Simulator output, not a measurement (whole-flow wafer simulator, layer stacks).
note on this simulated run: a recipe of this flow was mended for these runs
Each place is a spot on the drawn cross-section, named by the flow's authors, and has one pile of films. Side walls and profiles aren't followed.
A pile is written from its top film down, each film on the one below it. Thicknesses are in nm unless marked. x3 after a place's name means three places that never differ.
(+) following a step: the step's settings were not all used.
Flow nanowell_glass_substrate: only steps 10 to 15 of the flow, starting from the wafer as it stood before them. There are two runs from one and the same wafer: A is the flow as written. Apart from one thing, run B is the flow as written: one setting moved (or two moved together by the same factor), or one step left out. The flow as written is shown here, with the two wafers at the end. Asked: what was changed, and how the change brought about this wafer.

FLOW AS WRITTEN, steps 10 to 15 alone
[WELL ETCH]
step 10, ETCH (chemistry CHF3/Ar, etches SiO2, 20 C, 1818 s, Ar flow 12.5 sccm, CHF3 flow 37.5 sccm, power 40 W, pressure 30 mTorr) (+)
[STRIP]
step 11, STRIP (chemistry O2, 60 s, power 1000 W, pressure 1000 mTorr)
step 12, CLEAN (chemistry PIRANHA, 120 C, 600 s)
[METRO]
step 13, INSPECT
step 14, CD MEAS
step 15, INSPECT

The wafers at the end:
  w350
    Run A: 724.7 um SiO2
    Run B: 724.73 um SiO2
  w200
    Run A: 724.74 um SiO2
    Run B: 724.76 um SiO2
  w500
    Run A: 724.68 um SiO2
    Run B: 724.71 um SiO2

Cause: step 10, ETCH: 1659 s was run, though the flow has 1818 s.

Step by step, how the change led to this:
  step 10, ETCH (chemistry CHF3/Ar, etches SiO2, 20 C, 1818 s, Ar flow 12.5 sccm, CHF3 flow 37.5 sccm, power 40 W, pressure 30 mTorr) (+)
      land: A -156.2 UV-NIL-ACRYLATE | B -141.6 UV-NIL-ACRYLATE
      w350: A -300 SiO2 | B -273.8 SiO2
      (as well as at 3 more places)
  step 11, STRIP (chemistry O2, 60 s, power 1000 W, pressure 1000 mTorr)
      land: A -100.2 UV-NIL-ACRYLATE (all of it) | B -114.8 UV-NIL-ACRYLATE (all of it)
